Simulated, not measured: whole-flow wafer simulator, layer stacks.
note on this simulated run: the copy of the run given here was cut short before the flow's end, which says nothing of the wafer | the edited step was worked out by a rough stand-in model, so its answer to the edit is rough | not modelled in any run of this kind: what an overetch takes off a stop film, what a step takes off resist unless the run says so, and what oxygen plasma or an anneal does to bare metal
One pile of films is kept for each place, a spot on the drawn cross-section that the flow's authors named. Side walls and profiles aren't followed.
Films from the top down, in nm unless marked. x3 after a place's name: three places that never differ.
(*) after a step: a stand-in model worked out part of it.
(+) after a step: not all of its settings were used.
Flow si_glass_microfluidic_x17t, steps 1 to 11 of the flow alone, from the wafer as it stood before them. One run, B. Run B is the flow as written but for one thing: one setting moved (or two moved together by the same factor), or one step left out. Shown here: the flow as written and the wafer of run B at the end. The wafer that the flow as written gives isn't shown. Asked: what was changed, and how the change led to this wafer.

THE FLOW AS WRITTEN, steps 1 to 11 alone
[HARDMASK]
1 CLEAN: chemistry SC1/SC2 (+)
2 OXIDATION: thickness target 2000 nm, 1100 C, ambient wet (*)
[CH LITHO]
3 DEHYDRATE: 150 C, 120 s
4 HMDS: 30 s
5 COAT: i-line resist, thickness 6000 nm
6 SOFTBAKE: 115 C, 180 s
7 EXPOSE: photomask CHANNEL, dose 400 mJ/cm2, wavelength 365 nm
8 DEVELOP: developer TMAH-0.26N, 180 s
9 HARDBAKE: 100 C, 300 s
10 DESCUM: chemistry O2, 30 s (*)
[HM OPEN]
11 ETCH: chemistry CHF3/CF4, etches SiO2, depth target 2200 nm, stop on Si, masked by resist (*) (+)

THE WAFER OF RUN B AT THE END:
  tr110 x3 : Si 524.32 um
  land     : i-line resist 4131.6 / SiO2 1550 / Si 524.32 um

The cause: step 2, OXIDATION: thickness target 1550 nm was run, where the flow has thickness target 2000 nm.
It can be read off the wafer: land has SiO2 1550, and step 2 as written asks for 2000 nm.

How the change led to this, step by step:
  2 OXIDATION: thickness target 2000 nm, 1100 C, ambient wet (*)
      land, tr110 x3: SiO2 +1550 (new film), chemical SiO2 -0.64 (all of it), Si -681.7 (as written it would be: SiO2 +2000 (new film), chemical SiO2 -0.64 (all of it), Si -879.7)
  11 ETCH: chemistry CHF3/CF4, etches SiO2, depth target 2200 nm, stop on Si, masked by resist (*) (+)
      tr110 x3: SiO2 -1550 (all of it) (as written it would be: SiO2 -2000 (all of it))
